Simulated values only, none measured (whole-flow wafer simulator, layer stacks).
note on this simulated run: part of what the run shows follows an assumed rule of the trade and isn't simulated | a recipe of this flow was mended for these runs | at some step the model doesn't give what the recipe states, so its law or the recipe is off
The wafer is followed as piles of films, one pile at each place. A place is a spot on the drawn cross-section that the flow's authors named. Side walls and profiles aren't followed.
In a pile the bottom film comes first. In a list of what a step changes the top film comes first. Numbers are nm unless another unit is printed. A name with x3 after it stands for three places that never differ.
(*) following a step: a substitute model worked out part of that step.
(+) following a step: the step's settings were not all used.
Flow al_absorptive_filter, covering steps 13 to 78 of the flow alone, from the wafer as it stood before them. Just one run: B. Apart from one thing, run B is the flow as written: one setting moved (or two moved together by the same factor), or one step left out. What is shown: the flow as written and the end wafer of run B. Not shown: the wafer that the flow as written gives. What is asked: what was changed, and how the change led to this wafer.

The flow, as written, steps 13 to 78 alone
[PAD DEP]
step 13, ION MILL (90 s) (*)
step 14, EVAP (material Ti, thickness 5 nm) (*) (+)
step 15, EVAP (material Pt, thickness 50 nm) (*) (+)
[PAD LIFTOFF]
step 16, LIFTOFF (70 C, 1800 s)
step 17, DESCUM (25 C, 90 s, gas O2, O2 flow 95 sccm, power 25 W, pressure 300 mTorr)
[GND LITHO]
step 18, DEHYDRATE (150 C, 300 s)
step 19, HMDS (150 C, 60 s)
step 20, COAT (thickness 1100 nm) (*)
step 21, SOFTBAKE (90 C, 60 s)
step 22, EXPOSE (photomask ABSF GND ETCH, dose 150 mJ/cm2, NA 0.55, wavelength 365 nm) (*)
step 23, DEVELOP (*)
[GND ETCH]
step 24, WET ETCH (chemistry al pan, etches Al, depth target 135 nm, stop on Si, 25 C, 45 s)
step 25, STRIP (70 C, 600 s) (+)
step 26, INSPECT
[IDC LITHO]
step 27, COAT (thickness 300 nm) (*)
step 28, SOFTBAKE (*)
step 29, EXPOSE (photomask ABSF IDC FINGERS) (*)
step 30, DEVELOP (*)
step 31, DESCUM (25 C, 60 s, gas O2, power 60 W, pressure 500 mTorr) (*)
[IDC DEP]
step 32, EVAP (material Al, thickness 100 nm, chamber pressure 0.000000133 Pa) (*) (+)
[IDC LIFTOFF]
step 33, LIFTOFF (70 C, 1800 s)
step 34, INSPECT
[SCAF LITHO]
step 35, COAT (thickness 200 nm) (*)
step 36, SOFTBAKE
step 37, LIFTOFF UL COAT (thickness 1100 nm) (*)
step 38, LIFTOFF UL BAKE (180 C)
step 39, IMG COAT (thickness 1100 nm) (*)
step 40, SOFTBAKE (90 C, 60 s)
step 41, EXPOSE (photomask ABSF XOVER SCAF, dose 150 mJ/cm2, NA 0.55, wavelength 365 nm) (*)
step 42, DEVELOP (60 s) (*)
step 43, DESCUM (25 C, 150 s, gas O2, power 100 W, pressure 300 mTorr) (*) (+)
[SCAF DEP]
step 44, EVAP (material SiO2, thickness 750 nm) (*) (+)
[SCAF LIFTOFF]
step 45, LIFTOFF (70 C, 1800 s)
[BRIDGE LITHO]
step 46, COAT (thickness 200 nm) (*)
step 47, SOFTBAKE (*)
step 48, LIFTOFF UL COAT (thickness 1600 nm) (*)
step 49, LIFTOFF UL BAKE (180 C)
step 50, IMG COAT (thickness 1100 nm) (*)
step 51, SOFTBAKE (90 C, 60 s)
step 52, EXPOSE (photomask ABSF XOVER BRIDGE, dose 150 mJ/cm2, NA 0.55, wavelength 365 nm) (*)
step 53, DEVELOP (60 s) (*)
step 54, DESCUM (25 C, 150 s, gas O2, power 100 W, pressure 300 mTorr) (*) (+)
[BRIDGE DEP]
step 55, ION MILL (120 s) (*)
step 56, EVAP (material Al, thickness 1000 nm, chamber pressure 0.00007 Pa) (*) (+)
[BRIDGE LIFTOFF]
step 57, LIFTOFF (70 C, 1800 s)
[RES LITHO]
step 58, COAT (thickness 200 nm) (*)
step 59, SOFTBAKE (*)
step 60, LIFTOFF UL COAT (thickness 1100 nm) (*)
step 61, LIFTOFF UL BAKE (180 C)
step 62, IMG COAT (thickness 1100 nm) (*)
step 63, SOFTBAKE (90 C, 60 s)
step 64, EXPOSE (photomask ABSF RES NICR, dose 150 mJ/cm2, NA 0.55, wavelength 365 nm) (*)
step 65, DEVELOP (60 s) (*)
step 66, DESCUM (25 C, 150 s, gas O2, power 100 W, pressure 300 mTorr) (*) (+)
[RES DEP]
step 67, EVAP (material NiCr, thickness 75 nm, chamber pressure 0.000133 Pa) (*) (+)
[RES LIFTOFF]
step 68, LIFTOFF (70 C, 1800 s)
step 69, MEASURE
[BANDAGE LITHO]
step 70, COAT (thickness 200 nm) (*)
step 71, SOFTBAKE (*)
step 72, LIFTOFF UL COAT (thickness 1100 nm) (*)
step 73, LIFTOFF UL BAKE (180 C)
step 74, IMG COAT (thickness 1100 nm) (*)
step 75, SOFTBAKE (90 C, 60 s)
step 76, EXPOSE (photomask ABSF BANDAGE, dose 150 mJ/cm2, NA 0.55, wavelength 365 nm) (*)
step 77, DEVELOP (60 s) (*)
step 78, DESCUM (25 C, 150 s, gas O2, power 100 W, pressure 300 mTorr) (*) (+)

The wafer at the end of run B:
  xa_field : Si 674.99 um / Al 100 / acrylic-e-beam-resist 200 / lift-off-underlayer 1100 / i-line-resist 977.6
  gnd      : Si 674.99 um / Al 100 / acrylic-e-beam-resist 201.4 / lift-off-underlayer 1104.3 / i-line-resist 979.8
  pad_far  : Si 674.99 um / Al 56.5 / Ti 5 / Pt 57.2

Cause: step 15, EVAP: thickness 57.2 nm was run, whereas the flow has thickness 50 nm.
The wafer itself shows it: pad_far has Pt 57.2, and step 15 as written asks for 50 nm.

The path from the change to this, step by step:
  step 15, EVAP (material Pt, thickness 50 nm) (*) (+)
      gnd, pad_far, pad_near and 11 more: Pt gains 57.2 (new film) (as written it would have been: Pt gains 50 (new film))
  step 16, LIFTOFF (70 C, 1800 s)
      gnd, ledge, res and 9 more: Pt loses 57.2 (all of it), Ti loses 5 (all of it), i-line-resist loses 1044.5 (all of it), lift-off-underlayer loses 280 (all of it) (as written it would have been: Pt loses 50 (all of it), Ti loses 5 (all of it), i-line-resist loses 1044.5 (all of it), lift-off-underlayer loses 280 (all of it))
